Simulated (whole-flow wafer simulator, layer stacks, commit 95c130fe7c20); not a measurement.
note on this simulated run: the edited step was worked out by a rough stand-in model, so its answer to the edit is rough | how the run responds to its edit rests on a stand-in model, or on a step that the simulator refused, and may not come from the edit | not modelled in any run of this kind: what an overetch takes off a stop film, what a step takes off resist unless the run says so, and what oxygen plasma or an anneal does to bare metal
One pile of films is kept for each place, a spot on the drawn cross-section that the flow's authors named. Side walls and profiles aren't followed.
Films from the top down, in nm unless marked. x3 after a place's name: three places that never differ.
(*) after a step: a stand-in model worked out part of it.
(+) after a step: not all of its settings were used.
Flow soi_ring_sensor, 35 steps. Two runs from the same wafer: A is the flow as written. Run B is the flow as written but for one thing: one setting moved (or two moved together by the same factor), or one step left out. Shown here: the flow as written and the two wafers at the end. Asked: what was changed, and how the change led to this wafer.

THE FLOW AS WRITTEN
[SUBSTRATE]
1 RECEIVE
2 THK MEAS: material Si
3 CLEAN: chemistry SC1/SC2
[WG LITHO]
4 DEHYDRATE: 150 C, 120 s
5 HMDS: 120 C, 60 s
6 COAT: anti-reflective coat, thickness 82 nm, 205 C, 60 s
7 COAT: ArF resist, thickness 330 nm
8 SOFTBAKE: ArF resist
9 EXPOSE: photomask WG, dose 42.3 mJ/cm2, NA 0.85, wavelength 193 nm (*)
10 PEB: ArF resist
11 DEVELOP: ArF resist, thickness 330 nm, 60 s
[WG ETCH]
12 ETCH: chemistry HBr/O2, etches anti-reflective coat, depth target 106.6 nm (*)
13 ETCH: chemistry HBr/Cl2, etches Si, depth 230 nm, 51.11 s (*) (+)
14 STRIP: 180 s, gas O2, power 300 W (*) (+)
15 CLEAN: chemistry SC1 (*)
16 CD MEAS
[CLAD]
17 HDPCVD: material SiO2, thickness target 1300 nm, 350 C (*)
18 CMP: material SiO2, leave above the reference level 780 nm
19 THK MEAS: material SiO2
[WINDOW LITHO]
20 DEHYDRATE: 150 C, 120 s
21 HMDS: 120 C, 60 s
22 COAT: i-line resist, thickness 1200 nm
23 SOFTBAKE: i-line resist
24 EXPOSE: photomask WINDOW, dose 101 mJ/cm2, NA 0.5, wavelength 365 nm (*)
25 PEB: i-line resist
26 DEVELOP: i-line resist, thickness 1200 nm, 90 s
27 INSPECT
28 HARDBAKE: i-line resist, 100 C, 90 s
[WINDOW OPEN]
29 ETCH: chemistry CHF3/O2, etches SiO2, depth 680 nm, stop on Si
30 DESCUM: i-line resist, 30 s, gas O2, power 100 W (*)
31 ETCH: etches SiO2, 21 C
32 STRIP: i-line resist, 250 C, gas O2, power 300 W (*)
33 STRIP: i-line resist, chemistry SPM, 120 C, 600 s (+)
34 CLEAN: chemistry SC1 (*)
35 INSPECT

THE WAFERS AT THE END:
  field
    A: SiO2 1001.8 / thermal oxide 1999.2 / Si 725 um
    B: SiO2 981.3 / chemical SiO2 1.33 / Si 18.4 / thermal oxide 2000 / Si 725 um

The cause: step 13, ETCH: depth 201 nm was run, where the flow has depth 230 nm; step 13, ETCH: 44.72 s was run, where the flow has 51.11 s.

How the change led to this, step by step:
  13 ETCH: chemistry HBr/Cl2, etches Si, depth 230 nm, 51.11 s (*) (+)
      gap, window, field, gap_clad: A Si -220 (all of it), thermal oxide -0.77 | B Si -201
      core, core_clad: A ArF resist -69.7 | B ArF resist -61
  14 STRIP: 180 s, gas O2, power 300 W (*) (+)
      gap, window, field, gap_clad: A nothing | B chemical SiO2 +1.33 (new film), Si -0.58
      core, core_clad: A ArF resist -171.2 (all of it), anti-reflective coat -82 (all of it), chemical SiO2 +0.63, Si -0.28 | B ArF resist -179.9 (all of it), anti-reflective coat -82 (all of it), chemical SiO2 +0.62, Si -0.27
  18 CMP: material SiO2, leave above the reference level 780 nm
      gap, window, field, gap_clad: A SiO2 -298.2 | B SiO2 -318.7
